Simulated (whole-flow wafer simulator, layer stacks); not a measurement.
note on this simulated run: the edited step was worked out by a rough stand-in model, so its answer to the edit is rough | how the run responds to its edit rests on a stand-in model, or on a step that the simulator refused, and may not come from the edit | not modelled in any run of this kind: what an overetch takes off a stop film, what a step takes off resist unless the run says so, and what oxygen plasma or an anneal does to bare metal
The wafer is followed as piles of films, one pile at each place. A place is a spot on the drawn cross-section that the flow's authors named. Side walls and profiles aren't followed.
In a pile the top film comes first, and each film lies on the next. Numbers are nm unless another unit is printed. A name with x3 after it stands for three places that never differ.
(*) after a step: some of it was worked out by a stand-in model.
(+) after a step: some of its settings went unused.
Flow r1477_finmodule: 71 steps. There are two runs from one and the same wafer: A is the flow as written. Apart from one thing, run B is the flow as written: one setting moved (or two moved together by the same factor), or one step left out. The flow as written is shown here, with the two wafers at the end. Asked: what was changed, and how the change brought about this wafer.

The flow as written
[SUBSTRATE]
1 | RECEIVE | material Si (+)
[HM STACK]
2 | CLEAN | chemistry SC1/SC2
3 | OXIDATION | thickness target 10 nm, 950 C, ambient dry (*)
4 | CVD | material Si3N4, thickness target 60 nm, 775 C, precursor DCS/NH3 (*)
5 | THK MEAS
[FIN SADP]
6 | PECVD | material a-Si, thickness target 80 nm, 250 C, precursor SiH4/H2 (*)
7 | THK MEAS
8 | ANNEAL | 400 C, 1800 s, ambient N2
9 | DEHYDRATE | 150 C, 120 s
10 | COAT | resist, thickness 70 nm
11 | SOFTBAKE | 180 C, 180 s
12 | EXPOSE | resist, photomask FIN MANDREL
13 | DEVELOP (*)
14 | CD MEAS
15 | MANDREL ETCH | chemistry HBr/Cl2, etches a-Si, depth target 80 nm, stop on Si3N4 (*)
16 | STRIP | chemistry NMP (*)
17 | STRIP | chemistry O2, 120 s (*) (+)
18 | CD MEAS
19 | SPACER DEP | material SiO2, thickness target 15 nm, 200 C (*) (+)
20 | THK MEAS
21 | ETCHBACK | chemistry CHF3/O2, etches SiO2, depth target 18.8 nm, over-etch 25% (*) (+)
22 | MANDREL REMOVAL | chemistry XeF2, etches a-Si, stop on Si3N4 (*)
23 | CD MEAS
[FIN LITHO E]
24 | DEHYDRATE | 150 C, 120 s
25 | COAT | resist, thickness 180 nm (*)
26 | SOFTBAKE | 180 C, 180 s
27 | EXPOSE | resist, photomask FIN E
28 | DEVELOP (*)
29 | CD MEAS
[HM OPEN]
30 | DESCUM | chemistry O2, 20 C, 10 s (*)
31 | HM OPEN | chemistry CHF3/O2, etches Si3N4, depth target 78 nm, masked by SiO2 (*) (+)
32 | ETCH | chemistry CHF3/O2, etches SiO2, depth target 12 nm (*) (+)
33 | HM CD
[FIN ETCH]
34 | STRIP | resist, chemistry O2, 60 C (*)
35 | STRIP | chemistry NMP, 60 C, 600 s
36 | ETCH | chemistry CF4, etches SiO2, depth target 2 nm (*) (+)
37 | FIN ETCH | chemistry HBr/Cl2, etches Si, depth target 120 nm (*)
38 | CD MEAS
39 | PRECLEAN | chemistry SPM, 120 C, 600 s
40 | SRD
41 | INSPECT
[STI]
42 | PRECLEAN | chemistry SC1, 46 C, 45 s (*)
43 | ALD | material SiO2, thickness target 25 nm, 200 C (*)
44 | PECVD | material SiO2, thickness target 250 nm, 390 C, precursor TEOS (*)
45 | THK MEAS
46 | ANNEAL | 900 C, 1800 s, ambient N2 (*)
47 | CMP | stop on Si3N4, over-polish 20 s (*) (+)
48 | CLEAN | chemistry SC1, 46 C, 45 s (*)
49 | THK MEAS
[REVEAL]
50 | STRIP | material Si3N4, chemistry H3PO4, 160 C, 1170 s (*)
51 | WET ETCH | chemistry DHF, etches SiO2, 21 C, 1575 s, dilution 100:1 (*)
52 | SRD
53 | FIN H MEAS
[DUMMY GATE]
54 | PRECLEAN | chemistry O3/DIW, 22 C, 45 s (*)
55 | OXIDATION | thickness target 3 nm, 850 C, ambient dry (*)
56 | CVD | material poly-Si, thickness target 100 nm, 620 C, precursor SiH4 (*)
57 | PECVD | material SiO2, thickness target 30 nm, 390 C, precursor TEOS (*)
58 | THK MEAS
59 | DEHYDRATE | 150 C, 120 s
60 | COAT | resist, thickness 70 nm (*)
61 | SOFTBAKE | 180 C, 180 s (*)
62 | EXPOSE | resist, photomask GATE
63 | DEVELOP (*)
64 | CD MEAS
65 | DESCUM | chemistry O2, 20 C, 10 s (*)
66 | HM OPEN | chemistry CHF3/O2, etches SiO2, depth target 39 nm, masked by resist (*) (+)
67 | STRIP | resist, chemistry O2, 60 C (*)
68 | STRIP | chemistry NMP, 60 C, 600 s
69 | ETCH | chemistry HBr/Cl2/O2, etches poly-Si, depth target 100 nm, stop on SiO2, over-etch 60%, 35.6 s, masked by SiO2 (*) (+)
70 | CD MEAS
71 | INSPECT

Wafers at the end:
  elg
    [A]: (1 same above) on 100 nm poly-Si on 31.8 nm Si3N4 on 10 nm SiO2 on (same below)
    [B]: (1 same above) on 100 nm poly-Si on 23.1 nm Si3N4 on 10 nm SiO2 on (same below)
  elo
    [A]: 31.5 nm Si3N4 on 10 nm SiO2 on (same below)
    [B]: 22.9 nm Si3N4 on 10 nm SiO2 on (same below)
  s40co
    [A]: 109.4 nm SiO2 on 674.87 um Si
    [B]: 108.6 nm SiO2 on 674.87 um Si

What caused this: step 21, ETCHBACK: depth target 28.7 nm was run, while the flow as written has depth target 18.8 nm.

The path from the change to this, step by step:
  21 | ETCHBACK | chemistry CHF3/O2, etches SiO2, depth target 18.8 nm, over-etch 25% (*) (+)
      pad, padg, elg and 21 more: A -15 SiO2 (all of it), -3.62 Si3N4 | B -15 SiO2 (all of it), -13 Si3N4
      s40cg, s45cg, s50cg, s40co, s45co, s50co: A -15.4 SiO2 (all of it), -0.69 a-Si | B -15.4 SiO2 (all of it), -2.67 a-Si
      (as well as at 6 more places)
  22 | MANDREL REMOVAL | chemistry XeF2, etches a-Si, stop on Si3N4 (*)
      s40cg, s45cg, s50cg, s40co, s45co, s50co: A -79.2 a-Si (all of it) | B -77.2 a-Si (all of it)
  25 | COAT | resist, thickness 180 nm (*)
      s40cg, s40co: A +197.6 resist (new film) | B +191.2 resist (new film)
      s40sg_line, s40so_line: A +121.2 resist (new film) | B +124.7 resist (new film)
      (as well as at 8 more places)
  28 | DEVELOP (*)
      s40cg, s40co: A -197.6 resist (all of it) | B -191.2 resist (all of it)
      s40sg_line, s40so_line: A -121.2 resist (all of it) | B -124.7 resist (all of it)
      (as well as at 8 more places)
  31 | HM OPEN | chemistry CHF3/O2, etches Si3N4, depth target 78 nm, masked by SiO2 (*) (+)
      pad, padg, esg and 13 more: A -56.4 Si3N4 (all of it), -10 SiO2 (all of it) | B -47 Si3N4 (all of it), -10 SiO2 (all of it)
      elg, e40lg, e100lg, e200lg, elo, e40lo, e100lo, e200lo: A -78 resist | B -70.4 resist
      (as well as at 12 more places)
  32 | ETCH | chemistry CHF3/O2, etches SiO2, depth target 12 nm (*) (+)
      s40cg, s45cg, s50cg, s40co, s45co, s50co: A -1 SiO2 (all of it), -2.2 Si | B -4.79 SiO2 (all of it), -1.44 Si
  34 | STRIP | resist, chemistry O2, 60 C (*)
      elg, e40lg, e100lg, e200lg, elo, e40lo, e100lo, e200lo: A -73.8 resist (all of it) | B -81.3 resist (all of it)
  43 | ALD | material SiO2, thickness target 25 nm, 200 C (*)
      s40cg, s45cg, s50cg, s40co, s45co, s50co: A +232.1 SiO2 (new film) | B +225.2 SiO2 (new film)
      esg: A +194.3 SiO2 (new film) | B +184.8 SiO2 (new film)
  47 | CMP | stop on Si3N4, over-polish 20 s (*) (+)
      elg, esg, e40lg and 6 more: A -241.6 SiO2 | B -232.2 SiO2
      s40cg, s45cg, s50cg, s40co, s45co, s50co: A -279 SiO2 | B -272.9 SiO2
      (as well as at 6 more places)
  51 | WET ETCH | chemistry DHF, etches SiO2, 21 C, 1575 s, dilution 100:1 (*)
      elg, e40lg, e100lg, e200lg, elo, e40lo, e100lo, e200lo: A -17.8 SiO2 (all of it), -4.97 Si3N4 | B -27.3 SiO2 (all of it), -4.22 Si3N4
  56 | CVD | material poly-Si, thickness target 100 nm, 620 C, precursor SiH4 (*)
      esg: A +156 poly-Si (new film) | B +147.5 poly-Si (new film)
  60 | COAT | resist, thickness 70 nm (*)
      e40sg, eso, e40so: A +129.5 resist (new film) | B +121.2 resist (new film)
      e100sg, e100so: A +129.4 resist (new film) | B +121.2 resist (new film)
      (as well as at 2 more places)
  63 | DEVELOP (*)
      eso, e40so: A -129.5 resist (all of it) | B -121.2 resist (all of it)
      e100so: A -129.4 resist (all of it) | B -121.2 resist (all of it)
      (as well as at 1 more place)
  67 | STRIP | resist, chemistry O2, 60 C (*)
      e40sg: A -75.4 resist (all of it) | B -67.1 resist (all of it)
      e100sg: A -75.3 resist (all of it) | B -67.1 resist (all of it)
      (as well as at 1 more place)
